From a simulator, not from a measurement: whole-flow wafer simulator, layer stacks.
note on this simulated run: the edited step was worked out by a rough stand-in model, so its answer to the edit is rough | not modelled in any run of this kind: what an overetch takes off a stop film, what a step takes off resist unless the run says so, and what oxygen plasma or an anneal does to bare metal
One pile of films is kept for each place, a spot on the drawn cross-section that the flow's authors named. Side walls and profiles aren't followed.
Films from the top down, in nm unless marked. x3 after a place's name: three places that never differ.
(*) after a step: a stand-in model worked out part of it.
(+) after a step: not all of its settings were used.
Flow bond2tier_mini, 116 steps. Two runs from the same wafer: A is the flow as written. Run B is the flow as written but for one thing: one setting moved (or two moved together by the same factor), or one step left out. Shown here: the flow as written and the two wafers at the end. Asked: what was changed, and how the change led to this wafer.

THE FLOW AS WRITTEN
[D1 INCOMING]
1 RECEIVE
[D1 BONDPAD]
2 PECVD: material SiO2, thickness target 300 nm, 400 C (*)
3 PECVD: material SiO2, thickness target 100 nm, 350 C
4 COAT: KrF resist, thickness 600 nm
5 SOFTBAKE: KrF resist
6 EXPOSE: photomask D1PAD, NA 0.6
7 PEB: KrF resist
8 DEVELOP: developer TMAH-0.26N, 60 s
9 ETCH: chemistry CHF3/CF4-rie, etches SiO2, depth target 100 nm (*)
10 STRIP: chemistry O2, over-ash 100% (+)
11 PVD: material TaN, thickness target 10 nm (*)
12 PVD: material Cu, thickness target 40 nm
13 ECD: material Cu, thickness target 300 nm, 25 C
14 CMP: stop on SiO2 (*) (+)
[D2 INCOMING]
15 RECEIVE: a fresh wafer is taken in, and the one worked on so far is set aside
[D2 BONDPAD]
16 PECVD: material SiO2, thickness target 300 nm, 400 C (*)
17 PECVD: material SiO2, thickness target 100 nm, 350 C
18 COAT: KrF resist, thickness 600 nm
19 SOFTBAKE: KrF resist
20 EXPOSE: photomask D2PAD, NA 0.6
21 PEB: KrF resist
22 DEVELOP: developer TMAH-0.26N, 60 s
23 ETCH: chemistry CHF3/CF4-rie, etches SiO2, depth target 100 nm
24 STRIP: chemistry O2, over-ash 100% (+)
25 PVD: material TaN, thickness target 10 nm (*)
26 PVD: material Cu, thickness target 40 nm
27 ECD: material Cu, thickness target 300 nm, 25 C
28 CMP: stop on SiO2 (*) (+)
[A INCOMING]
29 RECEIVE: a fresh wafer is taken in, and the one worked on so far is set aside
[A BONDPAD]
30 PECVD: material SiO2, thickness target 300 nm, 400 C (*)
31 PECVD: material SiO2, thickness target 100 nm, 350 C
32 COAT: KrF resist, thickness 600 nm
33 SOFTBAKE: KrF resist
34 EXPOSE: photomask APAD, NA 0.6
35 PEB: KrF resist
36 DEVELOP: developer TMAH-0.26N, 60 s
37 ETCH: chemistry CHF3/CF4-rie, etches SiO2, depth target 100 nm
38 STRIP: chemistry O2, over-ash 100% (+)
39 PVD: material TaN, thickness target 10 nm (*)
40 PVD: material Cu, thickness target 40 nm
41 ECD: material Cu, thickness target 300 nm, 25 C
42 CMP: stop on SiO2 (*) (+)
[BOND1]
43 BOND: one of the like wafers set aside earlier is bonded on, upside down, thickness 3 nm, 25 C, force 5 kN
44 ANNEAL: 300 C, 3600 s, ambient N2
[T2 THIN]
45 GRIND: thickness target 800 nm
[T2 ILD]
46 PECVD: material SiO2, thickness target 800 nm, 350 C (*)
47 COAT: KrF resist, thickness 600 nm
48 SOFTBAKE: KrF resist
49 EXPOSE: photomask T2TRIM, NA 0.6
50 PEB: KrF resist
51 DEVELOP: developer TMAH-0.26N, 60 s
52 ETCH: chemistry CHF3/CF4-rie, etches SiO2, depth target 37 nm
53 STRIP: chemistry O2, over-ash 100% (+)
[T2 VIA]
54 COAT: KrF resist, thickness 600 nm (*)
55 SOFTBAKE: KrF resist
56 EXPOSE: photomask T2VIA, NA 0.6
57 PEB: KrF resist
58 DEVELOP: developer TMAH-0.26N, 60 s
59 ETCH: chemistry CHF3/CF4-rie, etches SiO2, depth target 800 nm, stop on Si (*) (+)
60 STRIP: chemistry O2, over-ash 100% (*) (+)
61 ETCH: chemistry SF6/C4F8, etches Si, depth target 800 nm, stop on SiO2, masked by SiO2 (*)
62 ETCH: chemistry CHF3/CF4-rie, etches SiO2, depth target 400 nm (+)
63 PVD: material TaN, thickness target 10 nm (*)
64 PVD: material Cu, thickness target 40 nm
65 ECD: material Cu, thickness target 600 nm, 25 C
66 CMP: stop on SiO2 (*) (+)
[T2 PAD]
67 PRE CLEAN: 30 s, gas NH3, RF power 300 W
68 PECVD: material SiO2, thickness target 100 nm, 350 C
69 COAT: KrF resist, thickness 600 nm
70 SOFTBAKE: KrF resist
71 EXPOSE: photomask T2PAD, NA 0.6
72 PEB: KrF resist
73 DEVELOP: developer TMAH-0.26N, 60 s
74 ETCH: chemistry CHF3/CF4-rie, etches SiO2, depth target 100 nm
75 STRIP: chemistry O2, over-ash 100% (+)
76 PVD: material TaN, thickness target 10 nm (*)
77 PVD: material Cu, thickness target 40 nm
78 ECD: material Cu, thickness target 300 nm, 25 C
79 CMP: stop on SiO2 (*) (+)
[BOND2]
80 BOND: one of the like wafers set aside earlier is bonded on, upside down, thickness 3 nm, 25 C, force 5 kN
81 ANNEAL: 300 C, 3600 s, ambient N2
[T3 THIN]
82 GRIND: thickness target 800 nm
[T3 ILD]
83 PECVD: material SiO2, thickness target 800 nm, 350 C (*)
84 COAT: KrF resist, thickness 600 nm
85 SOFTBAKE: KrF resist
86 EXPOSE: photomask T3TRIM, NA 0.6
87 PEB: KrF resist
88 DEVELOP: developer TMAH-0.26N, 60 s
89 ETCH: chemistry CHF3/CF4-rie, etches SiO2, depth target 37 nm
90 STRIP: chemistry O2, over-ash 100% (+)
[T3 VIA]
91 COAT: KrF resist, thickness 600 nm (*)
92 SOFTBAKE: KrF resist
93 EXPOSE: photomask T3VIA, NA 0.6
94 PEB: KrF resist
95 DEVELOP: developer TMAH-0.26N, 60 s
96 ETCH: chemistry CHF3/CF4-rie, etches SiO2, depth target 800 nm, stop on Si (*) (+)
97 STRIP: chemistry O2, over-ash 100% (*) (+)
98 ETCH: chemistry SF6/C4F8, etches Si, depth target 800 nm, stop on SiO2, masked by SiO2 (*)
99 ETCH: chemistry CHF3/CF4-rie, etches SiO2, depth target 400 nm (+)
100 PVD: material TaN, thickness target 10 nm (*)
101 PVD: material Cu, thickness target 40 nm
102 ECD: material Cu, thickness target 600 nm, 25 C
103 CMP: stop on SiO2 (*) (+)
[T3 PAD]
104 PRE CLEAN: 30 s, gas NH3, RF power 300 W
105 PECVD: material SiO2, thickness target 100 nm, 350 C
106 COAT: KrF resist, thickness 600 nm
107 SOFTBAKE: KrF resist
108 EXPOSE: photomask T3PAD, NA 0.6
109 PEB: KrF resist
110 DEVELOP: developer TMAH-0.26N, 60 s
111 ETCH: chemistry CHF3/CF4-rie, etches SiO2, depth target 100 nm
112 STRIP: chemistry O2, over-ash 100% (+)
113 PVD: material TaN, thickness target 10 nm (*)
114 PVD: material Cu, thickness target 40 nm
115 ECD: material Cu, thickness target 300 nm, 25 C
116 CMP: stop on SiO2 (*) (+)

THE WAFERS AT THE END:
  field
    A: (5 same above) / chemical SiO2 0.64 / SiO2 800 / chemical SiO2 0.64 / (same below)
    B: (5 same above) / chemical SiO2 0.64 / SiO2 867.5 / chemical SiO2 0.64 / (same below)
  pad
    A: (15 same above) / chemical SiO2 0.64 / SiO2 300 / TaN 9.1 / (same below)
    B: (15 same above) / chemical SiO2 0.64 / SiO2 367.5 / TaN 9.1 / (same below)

The cause: step 2, PECVD: thickness target 367.5 nm was run, where the flow has thickness target 300 nm.
It can be read off the wafer: pad has SiO2 367.5, and step 2 as written asks for 300 nm.

How the change led to this, step by step:
  2 PECVD: material SiO2, thickness target 300 nm, 400 C (*)
      field, pad, via: A SiO2 +300 (new film) | B SiO2 +367.5 (new film)
  43 BOND: one of the like wafers set aside earlier is bonded on, upside down, thickness 3 nm, 25 C, force 5 kN
      field: A Si +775 um (new film), chemical SiO2 +0.64 (new film), SiO2 +400 | B Si +775 um (new film), chemical SiO2 +0.64 (new film), SiO2 +467.5
      pad: A Si +775 um (new film), chemical SiO2 +0.64 (new film), SiO2 +300 (new film), TaN +9.1 (new film), Cu +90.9 | B Si +775 um (new film), chemical SiO2 +0.64 (new film), SiO2 +367.5 (new film), TaN +9.1 (new film), Cu +90.9
      (and at 1 more place)
